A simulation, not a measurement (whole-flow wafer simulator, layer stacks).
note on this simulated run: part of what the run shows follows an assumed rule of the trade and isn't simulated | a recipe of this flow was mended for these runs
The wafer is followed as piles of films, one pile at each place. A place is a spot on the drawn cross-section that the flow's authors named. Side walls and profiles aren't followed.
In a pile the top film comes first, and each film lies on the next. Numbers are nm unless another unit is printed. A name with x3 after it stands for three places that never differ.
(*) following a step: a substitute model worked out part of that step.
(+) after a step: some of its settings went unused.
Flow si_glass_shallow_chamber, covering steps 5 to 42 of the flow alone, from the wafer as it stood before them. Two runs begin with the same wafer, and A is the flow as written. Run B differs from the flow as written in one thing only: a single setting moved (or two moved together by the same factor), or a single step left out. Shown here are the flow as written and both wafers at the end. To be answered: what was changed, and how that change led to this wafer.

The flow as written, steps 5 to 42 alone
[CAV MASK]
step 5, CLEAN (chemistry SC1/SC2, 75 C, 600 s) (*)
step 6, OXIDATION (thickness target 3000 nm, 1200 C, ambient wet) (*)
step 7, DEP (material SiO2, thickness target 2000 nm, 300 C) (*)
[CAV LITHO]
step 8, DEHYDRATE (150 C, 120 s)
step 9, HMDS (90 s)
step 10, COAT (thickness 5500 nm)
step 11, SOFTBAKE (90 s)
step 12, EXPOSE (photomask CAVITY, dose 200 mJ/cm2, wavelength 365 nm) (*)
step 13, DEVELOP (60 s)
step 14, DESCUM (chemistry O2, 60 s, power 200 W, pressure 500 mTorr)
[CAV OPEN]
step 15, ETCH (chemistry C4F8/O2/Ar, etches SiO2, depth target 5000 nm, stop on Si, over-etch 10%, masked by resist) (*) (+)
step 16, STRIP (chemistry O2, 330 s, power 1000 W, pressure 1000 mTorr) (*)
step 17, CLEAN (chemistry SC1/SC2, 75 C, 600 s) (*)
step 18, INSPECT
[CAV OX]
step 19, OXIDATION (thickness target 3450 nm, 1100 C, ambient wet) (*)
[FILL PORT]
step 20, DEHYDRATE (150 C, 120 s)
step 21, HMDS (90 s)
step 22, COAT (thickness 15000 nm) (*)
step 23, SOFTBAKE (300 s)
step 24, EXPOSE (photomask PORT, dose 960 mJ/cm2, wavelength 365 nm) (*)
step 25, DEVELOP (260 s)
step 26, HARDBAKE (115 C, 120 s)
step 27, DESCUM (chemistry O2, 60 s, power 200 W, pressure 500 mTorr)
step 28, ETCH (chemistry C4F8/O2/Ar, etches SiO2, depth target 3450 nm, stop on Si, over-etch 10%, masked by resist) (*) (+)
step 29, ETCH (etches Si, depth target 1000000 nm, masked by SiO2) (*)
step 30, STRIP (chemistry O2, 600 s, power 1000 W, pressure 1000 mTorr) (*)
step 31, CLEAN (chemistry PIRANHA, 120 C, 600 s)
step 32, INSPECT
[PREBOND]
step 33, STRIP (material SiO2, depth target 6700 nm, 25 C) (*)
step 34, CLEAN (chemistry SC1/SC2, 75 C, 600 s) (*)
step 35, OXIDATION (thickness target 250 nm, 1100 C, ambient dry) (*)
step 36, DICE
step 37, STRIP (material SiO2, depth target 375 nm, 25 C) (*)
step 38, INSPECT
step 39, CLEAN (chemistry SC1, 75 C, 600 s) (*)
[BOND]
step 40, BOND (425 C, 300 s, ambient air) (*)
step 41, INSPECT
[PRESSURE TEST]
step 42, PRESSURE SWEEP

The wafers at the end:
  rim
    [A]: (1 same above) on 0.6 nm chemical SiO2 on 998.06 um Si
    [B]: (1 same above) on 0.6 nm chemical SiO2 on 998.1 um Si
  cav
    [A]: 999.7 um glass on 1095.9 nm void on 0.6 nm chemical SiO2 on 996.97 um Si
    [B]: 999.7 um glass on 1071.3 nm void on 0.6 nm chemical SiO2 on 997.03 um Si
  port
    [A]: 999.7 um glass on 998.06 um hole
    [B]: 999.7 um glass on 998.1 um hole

Cause: step 7, DEP: thickness target 2480 nm was run, whereas the flow has thickness target 2000 nm.

The path from the change to this, step by step:
  step 7, DEP (material SiO2, thickness target 2000 nm, 300 C) (*)
      rim, ramp, cav, port, septum, ring: A +2000 SiO2 | B +2480 SiO2
  step 15, ETCH (chemistry C4F8/O2/Ar, etches SiO2, depth target 5000 nm, stop on Si, over-etch 10%, masked by resist) (*) (+)
      cav, port: A -5000 SiO2 (all of it), -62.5 Si | B -5480 SiO2 (all of it), -2.5 Si
  step 19, OXIDATION (thickness target 3450 nm, 1100 C, ambient wet) (*)
      rim, ramp, septum, ring: A +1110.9 SiO2, -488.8 Si | B +1030.5 SiO2, -453.4 Si
  step 22, COAT (thickness 15000 nm) (*)
      rim: A +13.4 um thick-i-line-resist (new film) | B +13.25 um thick-i-line-resist (new film)
      ramp: A +12.89 um thick-i-line-resist (new film) | B +12.69 um thick-i-line-resist (new film)
      (also at 4 further places)
  step 23, SOFTBAKE (300 s)
      rim: A -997 thick-i-line-resist | B -1103.2 thick-i-line-resist
      ramp: A -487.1 thick-i-line-resist | B -543.7 thick-i-line-resist
      (also at 4 further places)
  step 25, DEVELOP (260 s)
      port: A -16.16 um thick-i-line-resist (all of it) | B -16.27 um thick-i-line-resist (all of it)
  step 26, HARDBAKE (115 C, 120 s)
      rim, ramp: A -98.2 thick-i-line-resist | B -95.1 thick-i-line-resist
  step 29, ETCH (etches Si, depth target 1000000 nm, masked by SiO2) (*)
      rim, ramp: A -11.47 um thick-i-line-resist (all of it), -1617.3 SiO2 | B -11.22 um thick-i-line-resist (all of it), -1754 SiO2
      port: A +997.05 um hole (new film), -997.05 um Si (all of it) | B +997.11 um hole (new film), -997.11 um Si (all of it)
      (also at 2 further places)
  step 30, STRIP (chemistry O2, 600 s, power 1000 W, pressure 1000 mTorr) (*)
      cav: A -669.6 thick-i-line-resist (all of it) | B -783.5 thick-i-line-resist (all of it)
  step 33, STRIP (material SiO2, depth target 6700 nm, 25 C) (*)
      rim, ramp: A -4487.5 SiO2 (all of it) | B -4750.5 SiO2 (all of it)
      septum: A -5732.1 SiO2 (all of it) | B -6120.1 SiO2 (all of it)
      (also at 1 further place)
  step 40, BOND (425 C, 300 s, ambient air) (*)
      cav: A +999.7 um glass (new film), +1095.9 void (new film) | B +999.7 um glass (new film), +1071.3 void (new film)
      port: A +999.7 um glass (new film), +1017.3 hole | B +999.7 um glass (new film), +992.6 hole
